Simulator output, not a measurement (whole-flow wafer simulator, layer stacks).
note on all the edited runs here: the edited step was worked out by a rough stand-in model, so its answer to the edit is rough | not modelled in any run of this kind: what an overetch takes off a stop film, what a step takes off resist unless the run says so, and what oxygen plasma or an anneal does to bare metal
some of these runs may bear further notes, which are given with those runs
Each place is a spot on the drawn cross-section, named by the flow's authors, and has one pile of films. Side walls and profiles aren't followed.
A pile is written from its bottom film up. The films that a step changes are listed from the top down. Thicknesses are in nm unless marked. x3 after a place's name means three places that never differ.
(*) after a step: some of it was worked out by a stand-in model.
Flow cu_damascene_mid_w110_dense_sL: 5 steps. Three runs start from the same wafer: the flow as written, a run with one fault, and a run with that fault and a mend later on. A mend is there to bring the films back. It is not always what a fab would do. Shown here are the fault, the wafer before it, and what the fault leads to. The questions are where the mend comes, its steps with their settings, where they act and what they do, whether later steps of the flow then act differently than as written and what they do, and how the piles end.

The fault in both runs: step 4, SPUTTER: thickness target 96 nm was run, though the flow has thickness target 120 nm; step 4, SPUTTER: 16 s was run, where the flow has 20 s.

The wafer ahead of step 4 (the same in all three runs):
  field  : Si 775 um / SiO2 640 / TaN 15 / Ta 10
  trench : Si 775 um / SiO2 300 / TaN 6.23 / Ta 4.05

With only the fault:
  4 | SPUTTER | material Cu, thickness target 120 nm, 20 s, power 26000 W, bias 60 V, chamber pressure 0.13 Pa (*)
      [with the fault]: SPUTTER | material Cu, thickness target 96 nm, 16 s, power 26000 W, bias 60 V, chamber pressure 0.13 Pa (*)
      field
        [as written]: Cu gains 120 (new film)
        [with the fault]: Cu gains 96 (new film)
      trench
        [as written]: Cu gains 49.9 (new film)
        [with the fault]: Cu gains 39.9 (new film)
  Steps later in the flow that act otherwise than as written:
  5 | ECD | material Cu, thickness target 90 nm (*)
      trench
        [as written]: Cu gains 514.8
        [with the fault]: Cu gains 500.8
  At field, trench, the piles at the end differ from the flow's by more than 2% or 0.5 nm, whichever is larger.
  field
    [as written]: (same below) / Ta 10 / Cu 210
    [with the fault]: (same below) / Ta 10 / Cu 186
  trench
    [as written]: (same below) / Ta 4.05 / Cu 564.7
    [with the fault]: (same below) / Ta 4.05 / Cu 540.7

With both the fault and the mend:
  The mend follows step 4.
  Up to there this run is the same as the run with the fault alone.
  4a | SPUTTER | material Cu, thickness target 24 nm, 4 s, power 26000 W, bias 60 V, chamber pressure 0.13 Pa (*) (a further turn of the flow's step 4, with different settings)
      field
        Cu gains 24
      trench
        Cu gains 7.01
  Every later step of the flow that is run acts as written, at every place that is followed, to within 2% or 0.5 nm, whichever is larger.
  The piles end the same as the flow's at every place that both follow.
